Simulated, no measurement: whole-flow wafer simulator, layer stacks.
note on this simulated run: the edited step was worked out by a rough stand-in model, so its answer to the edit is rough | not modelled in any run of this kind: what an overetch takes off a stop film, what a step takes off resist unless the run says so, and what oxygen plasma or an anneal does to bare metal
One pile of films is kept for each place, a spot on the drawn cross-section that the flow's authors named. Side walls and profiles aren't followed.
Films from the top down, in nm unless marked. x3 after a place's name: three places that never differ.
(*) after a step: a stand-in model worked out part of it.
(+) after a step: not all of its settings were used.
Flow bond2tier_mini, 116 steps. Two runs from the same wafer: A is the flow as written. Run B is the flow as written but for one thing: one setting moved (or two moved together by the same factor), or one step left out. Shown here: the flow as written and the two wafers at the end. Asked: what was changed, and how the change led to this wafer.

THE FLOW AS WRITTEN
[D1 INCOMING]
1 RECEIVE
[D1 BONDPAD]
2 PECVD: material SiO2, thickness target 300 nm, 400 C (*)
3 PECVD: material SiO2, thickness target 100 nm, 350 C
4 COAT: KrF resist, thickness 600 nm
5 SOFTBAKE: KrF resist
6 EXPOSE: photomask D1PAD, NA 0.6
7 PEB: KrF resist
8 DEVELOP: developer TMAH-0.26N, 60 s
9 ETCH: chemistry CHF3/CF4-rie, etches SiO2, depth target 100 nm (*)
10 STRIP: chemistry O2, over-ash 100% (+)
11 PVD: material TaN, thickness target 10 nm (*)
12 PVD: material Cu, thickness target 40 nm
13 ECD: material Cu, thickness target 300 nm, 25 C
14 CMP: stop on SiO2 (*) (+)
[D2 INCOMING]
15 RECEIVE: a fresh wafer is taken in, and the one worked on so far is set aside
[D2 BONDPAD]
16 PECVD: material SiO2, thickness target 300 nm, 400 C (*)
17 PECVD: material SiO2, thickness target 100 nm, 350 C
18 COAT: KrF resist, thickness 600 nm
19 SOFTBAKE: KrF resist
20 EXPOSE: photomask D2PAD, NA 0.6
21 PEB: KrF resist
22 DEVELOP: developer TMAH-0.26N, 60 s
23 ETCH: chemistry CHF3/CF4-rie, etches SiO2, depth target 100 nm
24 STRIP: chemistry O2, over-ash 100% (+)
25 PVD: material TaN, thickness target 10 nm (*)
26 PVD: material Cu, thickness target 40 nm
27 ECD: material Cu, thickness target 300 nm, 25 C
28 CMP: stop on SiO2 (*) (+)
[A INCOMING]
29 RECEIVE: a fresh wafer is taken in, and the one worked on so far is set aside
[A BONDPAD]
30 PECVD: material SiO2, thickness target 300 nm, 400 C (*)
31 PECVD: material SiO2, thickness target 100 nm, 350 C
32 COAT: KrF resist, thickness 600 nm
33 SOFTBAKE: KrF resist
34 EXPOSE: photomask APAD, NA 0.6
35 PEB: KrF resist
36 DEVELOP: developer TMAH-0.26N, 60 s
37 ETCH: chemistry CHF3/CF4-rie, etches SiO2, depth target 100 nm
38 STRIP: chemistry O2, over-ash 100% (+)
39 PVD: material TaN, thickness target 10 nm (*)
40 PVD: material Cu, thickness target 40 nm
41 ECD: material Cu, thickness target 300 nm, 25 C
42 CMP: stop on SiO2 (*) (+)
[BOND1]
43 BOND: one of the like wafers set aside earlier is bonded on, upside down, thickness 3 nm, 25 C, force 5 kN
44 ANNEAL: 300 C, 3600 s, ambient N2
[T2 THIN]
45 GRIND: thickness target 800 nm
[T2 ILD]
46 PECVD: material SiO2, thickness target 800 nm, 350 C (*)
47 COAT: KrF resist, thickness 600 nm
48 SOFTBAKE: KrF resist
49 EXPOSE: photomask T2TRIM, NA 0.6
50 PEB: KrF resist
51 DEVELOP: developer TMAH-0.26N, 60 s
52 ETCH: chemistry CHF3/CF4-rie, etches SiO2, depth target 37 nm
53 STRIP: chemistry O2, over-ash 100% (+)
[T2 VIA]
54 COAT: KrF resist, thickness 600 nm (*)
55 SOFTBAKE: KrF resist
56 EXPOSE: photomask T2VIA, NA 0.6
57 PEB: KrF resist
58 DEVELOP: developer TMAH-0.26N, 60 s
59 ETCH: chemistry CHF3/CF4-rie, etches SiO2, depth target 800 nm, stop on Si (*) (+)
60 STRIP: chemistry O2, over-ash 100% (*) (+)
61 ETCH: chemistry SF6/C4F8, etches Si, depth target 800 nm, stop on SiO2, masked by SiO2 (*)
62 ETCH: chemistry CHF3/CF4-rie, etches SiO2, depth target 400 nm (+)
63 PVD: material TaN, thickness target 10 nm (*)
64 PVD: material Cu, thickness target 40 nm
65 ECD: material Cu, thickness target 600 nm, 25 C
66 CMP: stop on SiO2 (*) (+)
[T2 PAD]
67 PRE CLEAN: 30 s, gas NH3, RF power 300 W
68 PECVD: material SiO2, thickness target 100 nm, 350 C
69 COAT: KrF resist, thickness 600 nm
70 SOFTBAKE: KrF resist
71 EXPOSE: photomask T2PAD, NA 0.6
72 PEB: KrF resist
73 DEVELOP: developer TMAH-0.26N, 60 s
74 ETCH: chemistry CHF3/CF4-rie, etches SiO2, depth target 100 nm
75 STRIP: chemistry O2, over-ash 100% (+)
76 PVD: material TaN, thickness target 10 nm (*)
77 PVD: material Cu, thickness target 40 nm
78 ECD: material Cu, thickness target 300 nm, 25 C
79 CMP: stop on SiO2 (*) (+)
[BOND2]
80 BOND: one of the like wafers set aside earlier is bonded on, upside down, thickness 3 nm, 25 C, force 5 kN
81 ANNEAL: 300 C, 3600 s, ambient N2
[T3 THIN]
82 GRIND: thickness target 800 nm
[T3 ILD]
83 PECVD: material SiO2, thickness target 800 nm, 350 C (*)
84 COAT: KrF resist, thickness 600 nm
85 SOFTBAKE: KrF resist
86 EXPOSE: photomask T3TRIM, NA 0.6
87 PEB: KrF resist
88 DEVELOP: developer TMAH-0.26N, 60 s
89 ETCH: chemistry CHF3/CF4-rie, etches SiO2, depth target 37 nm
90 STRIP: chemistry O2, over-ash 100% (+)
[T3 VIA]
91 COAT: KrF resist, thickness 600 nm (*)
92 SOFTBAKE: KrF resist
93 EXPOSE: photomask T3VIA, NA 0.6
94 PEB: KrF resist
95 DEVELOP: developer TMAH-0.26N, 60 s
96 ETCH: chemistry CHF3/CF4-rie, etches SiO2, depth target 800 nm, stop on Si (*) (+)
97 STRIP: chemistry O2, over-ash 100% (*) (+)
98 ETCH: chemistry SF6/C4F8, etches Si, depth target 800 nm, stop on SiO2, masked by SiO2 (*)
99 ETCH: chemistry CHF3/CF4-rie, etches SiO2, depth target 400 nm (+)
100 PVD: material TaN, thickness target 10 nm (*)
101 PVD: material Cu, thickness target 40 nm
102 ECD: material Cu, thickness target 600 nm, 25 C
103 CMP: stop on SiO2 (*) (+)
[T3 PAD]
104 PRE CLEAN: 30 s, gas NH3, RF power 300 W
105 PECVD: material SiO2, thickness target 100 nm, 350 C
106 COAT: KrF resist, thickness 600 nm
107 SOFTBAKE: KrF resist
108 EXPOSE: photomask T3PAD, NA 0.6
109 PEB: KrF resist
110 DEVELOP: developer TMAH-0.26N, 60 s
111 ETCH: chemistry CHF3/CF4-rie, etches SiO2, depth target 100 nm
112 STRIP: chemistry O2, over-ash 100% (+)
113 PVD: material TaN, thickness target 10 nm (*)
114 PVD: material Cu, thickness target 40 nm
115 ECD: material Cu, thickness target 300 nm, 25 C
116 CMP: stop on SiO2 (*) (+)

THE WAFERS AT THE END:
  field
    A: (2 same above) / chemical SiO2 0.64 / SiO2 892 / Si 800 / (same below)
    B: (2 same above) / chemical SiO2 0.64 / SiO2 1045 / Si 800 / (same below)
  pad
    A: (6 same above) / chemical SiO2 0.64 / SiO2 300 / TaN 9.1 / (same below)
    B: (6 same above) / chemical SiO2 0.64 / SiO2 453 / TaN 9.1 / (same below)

The cause: step 16, PECVD: thickness target 453 nm was run, where the flow has thickness target 300 nm.
It can be read off the wafer: pad has SiO2 453, and step 16 as written asks for 300 nm.

How the change led to this, step by step:
  16 PECVD: material SiO2, thickness target 300 nm, 400 C (*)
      field, pad, via: A SiO2 +300 (new film) | B SiO2 +453 (new film)
  80 BOND: one of the like wafers set aside earlier is bonded on, upside down, thickness 3 nm, 25 C, force 5 kN
      field: A Si +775 um (new film), chemical SiO2 +0.64 (new film), SiO2 +400 | B Si +775 um (new film), chemical SiO2 +0.64 (new film), SiO2 +553
      pad: A Si +775 um (new film), chemical SiO2 +0.64 (new film), SiO2 +300 (new film), TaN +9.1 (new film), Cu +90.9 | B Si +775 um (new film), chemical SiO2 +0.64 (new film), SiO2 +453 (new film), TaN +9.1 (new film), Cu +90.9
